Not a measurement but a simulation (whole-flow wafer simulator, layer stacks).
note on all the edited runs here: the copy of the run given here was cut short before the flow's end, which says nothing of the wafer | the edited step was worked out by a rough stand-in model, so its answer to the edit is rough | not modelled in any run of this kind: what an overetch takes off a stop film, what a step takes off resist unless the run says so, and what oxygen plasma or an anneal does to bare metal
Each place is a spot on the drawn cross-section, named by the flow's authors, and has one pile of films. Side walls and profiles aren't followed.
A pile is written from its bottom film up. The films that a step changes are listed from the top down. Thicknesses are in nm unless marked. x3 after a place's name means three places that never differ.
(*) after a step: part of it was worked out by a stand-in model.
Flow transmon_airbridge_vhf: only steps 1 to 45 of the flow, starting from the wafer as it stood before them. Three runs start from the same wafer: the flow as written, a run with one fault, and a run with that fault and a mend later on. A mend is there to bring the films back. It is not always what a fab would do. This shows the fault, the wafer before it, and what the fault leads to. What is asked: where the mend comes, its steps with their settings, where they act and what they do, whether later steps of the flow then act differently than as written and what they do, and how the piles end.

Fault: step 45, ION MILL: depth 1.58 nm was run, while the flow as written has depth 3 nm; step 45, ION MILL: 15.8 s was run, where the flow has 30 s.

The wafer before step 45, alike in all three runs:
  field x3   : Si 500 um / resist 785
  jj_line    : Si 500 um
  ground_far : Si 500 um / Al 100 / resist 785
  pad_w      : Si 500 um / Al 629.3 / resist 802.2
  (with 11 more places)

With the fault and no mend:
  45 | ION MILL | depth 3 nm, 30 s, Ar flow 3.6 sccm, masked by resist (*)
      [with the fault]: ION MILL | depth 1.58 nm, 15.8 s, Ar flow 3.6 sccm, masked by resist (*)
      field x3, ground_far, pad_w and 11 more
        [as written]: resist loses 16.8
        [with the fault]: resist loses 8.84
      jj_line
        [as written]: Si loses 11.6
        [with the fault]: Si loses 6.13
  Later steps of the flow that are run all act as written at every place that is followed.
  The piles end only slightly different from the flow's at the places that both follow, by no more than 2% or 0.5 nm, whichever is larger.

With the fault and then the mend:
  After step 45 comes the mend.
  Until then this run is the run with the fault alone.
  45a | ION MILL | depth 1.42 nm, 14.2 s, Ar flow 3.6 sccm, masked by resist (*) (the flow's step 45 again, with other settings)
      field x3, ground_far, pad_w and 11 more
        resist loses 7.95
      jj_line
        Si loses 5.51
  Later steps of the flow that are run all act as written at every place that is followed.
  At every place that both follow, the piles at the end match the flow's.
